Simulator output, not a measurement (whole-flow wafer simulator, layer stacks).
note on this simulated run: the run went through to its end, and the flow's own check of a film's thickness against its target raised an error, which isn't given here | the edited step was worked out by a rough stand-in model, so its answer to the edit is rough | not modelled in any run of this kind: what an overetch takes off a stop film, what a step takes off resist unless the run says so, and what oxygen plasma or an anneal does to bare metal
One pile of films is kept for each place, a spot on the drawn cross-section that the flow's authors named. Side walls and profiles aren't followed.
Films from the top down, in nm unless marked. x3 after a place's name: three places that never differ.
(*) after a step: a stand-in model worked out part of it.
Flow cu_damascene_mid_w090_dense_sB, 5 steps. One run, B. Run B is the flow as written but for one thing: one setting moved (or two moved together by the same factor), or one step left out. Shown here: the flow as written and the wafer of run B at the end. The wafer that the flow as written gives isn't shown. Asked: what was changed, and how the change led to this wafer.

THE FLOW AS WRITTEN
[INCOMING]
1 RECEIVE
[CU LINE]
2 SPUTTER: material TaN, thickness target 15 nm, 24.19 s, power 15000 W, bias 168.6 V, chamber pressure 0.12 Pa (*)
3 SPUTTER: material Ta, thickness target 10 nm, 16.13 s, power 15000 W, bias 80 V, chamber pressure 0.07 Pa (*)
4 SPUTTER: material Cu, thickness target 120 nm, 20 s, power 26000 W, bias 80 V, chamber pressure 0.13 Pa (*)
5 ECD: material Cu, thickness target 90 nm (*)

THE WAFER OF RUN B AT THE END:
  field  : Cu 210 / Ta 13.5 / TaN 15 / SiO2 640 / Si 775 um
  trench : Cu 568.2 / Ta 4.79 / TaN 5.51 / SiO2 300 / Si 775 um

The cause: step 3, SPUTTER: thickness target 13.5 nm was run, where the flow has thickness target 10 nm; step 3, SPUTTER: 21.78 s was run, where the flow has 16.13 s.
It can be read off the wafer: field has Ta 13.5, and step 3 as written asks for 10 nm.

How the change led to this, step by step:
  3 SPUTTER: material Ta, thickness target 10 nm, 16.13 s, power 15000 W, bias 80 V, chamber pressure 0.07 Pa (*)
      field: Ta +13.5 (new film) (as written it would be: Ta +10 (new film))
      trench: Ta +4.79 (new film) (as written it would be: Ta +3.55 (new film))
